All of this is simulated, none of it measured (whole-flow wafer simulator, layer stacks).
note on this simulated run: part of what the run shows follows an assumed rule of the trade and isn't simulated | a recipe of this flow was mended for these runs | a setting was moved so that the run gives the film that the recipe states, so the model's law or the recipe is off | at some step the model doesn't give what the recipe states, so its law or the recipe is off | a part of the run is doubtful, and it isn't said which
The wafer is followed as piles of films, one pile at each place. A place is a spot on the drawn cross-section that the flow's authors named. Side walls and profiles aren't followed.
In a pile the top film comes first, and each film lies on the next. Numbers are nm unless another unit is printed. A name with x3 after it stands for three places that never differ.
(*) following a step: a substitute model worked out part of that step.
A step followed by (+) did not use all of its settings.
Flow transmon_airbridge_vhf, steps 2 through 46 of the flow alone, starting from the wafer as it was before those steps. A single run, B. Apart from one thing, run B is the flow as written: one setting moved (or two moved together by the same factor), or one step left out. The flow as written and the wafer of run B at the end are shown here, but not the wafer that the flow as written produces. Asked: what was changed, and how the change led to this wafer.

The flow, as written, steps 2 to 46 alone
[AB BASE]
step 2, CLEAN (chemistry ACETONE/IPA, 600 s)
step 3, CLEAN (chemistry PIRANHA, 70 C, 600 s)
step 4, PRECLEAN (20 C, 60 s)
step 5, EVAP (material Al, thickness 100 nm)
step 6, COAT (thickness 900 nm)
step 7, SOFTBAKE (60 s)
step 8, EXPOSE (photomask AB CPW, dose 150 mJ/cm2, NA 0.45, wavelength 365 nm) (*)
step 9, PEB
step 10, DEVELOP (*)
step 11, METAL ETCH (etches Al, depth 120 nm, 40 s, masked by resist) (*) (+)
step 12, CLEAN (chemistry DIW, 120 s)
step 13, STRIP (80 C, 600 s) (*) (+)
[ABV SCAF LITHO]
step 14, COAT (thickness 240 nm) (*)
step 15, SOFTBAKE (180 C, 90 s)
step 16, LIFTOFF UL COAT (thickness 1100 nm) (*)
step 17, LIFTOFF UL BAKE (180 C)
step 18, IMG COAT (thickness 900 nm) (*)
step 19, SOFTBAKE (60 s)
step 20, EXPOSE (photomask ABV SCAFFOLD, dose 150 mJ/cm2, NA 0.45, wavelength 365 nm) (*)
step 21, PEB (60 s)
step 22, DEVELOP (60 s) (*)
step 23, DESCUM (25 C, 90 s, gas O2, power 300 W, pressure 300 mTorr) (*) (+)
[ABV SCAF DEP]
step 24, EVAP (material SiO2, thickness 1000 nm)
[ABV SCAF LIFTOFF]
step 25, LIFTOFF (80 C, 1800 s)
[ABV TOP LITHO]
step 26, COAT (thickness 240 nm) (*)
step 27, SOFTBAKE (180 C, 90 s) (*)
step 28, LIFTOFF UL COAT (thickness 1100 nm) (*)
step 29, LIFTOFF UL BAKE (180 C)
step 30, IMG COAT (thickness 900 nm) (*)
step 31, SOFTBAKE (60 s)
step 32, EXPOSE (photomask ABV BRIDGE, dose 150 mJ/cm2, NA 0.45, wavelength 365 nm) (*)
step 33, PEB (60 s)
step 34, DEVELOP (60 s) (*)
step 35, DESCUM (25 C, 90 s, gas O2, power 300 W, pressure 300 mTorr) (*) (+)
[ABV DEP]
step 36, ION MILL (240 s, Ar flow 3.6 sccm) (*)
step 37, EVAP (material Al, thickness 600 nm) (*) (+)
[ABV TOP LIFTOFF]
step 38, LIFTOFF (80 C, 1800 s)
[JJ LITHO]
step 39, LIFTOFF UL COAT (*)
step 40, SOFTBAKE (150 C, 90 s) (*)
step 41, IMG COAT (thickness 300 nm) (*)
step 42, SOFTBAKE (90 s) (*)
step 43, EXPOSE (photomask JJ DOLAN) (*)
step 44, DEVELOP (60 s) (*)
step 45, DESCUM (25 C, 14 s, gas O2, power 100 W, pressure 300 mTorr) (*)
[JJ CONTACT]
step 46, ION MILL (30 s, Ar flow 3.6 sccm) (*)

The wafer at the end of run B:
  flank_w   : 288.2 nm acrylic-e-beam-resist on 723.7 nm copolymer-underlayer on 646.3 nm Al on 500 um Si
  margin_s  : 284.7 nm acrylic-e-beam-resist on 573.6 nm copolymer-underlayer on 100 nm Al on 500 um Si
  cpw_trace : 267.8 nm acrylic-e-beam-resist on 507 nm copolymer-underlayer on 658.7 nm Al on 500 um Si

What caused this: step 13, STRIP: 80 C, 600 s (*) (+), was skipped.

How this came from the change, step by step:
  step 14, COAT (thickness 240 nm) (*)
      pad_w, pad_e: acrylic-e-beam-resist gains 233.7 (new film) (as written it would have been: acrylic-e-beam-resist gains 239.3 (new film))
      flank_w, flank_e: acrylic-e-beam-resist gains 174.1 (new film) (as written it would have been: acrylic-e-beam-resist gains 220.6 (new film))
      (as well as at 4 more places)
  step 16, LIFTOFF UL COAT (thickness 1100 nm) (*)
      pad_w, pad_e: lift-off-underlayer gains 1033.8 (new film) (as written it would have been: lift-off-underlayer gains 1089.9 (new film))
      flank_w, flank_e: lift-off-underlayer gains 919.9 (new film) (as written it would have been: lift-off-underlayer gains 1084.6 (new film))
      (as well as at 3 more places)
  step 18, IMG COAT (thickness 900 nm) (*)
      pad_w, pad_e: i-line-resist gains 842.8 (new film) (as written it would have been: i-line-resist gains 894.3 (new film))
      flank_w, flank_e: i-line-resist gains 934.2 (new film) (as written it would have been: i-line-resist gains 908.4 (new film))
      (as well as at 4 more places)
  step 19, SOFTBAKE (60 s)
      gap_w, gap_e: i-line-resist gains 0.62 (as written it would have been: nothing)
  step 21, PEB (60 s)
      pad_w, pad_e: i-line-resist loses 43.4 (as written it would have been: i-line-resist loses 46.2)
      flank_w, flank_e: i-line-resist loses 48.3 (as written it would have been: i-line-resist loses 46.9)
      (as well as at 4 more places)
  step 22, DEVELOP (60 s) (*)
      flank_w, flank_e: i-line-resist loses 886 (all of it), lift-off-underlayer loses 919.9 (all of it) (as written it would have been: i-line-resist loses 861.4 (all of it), lift-off-underlayer loses 1084.6 (all of it))
      gap_w, gap_e: i-line-resist loses 1108.7 (all of it), lift-off-underlayer loses 1363.6 (all of it) (as written it would have been: i-line-resist loses 881.7 (all of it), lift-off-underlayer loses 1133.1 (all of it))
      (as well as at 1 more place)
  step 23, DESCUM (25 C, 90 s, gas O2, power 300 W, pressure 300 mTorr) (*) (+)
      margin_s, bridge_strip, margin_n: acrylic-e-beam-resist loses 240 (all of it), i-line-resist loses 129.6 (as written it would have been: acrylic-e-beam-resist loses 240 (all of it))
      flank_w, flank_e: acrylic-e-beam-resist loses 174.1 (all of it), i-line-resist loses 195.6 (as written it would have been: acrylic-e-beam-resist loses 220.6 (all of it))
      (as well as at 12 more places)
  step 25, LIFTOFF (80 C, 1800 s)
      margin_s, bridge_strip, margin_n: SiO2 loses 1000 (all of it), i-line-resist loses 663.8 (all of it) (as written it would have been: nothing)
      pad_w, pad_e: SiO2 loses 1000 (all of it), i-line-resist loses 614.5 (all of it), lift-off-underlayer loses 1033.8 (all of it), acrylic-e-beam-resist loses 233.7 (all of it), i-line-resist loses 793.5 (all of it) (as written it would have been: SiO2 loses 1000 (all of it), i-line-resist loses 696.3 (all of it), lift-off-underlayer loses 1089.9 (all of it), acrylic-e-beam-resist loses 239.3 (all of it))
      (as well as at 10 more places)
  step 26, COAT (thickness 240 nm) (*)
      flank_w, flank_e: acrylic-e-beam-resist gains 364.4 (new film) (as written it would have been: acrylic-e-beam-resist gains 155.2 (new film))
      gap_w, gap_e: acrylic-e-beam-resist gains 178.2 (new film) (as written it would have been: acrylic-e-beam-resist gains 211.2 (new film))
      (as well as at 7 more places)
  step 28, LIFTOFF UL COAT (thickness 1100 nm) (*)
      gap_w, gap_e: lift-off-underlayer gains 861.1 (new film) (as written it would have been: lift-off-underlayer gains 979.6 (new film))
      margin_s, margin_n: lift-off-underlayer gains 1100 (new film) (as written it would have been: lift-off-underlayer gains 823.4 (new film))
      (as well as at 7 more places)
  step 30, IMG COAT (thickness 900 nm) (*)
      gap_w, gap_e: i-line-resist gains 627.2 (new film) (as written it would have been: i-line-resist gains 685.3 (new film))
      margin_s, margin_n: i-line-resist gains 900 (new film) (as written it would have been: i-line-resist gains 603.2 (new film))
      (as well as at 7 more places)
  step 31, SOFTBAKE (60 s)
      flank_w, flank_e: nothing (as written it would have been: i-line-resist loses 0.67)
      margin_s, margin_n: nothing (as written it would have been: i-line-resist loses 0.58)
  step 33, PEB (60 s)
      flank_w, flank_e: i-line-resist loses 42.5 (as written it would have been: i-line-resist loses 38.8)
      gap_w, gap_e: i-line-resist loses 32 (as written it would have been: i-line-resist loses 35)
      (as well as at 7 more places)
  step 34, DEVELOP (60 s) (*)
      gap_w, gap_e: i-line-resist loses 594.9 (all of it), lift-off-underlayer loses 861.1 (all of it) (as written it would have been: i-line-resist loses 650.2 (all of it), lift-off-underlayer loses 979.6 (all of it))
      pad_w: i-line-resist loses 915.4 (all of it), lift-off-underlayer loses 1167.2 (all of it) (as written it would have been: i-line-resist loses 937.3 (all of it), lift-off-underlayer loses 1246.2 (all of it))
      (as well as at 5 more places)
  step 35, DESCUM (25 C, 90 s, gas O2, power 300 W, pressure 300 mTorr) (*) (+)
      field x3, jj_line, ground_far, trace_open_s x2, margin_s, margin_n: i-line-resist loses 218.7 (as written it would have been: i-line-resist loses 167.2)
      flank_w, flank_e: acrylic-e-beam-resist loses 364.4 (all of it) (as written it would have been: acrylic-e-beam-resist loses 155.2 (all of it))
      (as well as at 6 more places)
  step 36, ION MILL (240 s, Ar flow 3.6 sccm) (*)
      flank_w, cpw_trace, flank_e, bridge_strip: Al loses 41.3 (as written it would have been: SiO2 loses 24)
  ... 3 further steps ...
  step 41, IMG COAT (thickness 300 nm) (*)
      pad_w, pad_e: acrylic-e-beam-resist gains 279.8 (new film) (as written it would have been: acrylic-e-beam-resist gains 300.2 (new film))
      flank_w, flank_e: acrylic-e-beam-resist gains 319.7 (new film) (as written it would have been: acrylic-e-beam-resist gains 217.1 (new film))
      (as well as at 6 more places)
If metal films that touch count as one body, flank_w has 1 body; the flow as written gives 2 bodies (between them, from the top down: SiO2 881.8).
If metal films that touch count as one body, cpw_trace has 1 body; the flow as written gives 2 bodies (between them, from the top down: SiO2 976).
